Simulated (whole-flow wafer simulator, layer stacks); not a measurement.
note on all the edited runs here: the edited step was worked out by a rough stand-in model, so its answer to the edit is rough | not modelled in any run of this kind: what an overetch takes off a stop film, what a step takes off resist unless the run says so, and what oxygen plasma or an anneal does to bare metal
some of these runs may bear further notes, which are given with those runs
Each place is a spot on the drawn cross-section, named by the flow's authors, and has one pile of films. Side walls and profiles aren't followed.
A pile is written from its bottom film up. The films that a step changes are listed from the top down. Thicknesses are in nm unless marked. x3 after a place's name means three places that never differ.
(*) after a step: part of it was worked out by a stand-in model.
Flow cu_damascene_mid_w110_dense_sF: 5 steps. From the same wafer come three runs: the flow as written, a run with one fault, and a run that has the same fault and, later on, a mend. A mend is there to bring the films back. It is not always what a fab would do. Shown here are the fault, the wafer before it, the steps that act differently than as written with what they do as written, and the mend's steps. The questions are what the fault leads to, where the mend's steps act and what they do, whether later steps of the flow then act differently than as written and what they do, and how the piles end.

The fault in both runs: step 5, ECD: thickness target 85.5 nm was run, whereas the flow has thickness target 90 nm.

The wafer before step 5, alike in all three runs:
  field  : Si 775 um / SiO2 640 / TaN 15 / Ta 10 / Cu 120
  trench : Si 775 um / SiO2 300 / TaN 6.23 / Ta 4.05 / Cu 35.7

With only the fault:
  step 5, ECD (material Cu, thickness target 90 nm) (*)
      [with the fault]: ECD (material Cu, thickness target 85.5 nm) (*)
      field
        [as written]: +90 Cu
        [with the fault]: +85.5 Cu
  Every later step of the flow that is run acts as written at every place that is followed.
  At field, the piles at the end differ from the flow's by more than 2% or 0.5 nm, whichever is larger.
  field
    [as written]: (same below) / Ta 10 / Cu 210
    [with the fault]: (same below) / Ta 10 / Cu 205.5

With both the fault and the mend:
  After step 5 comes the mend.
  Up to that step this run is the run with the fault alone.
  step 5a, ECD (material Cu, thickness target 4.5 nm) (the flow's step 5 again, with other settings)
      field, trench
        +4.5 Cu
  Every later step of the flow that is run acts as written at every place that is followed.
  At every place that both follow, the piles at the end match the flow's.
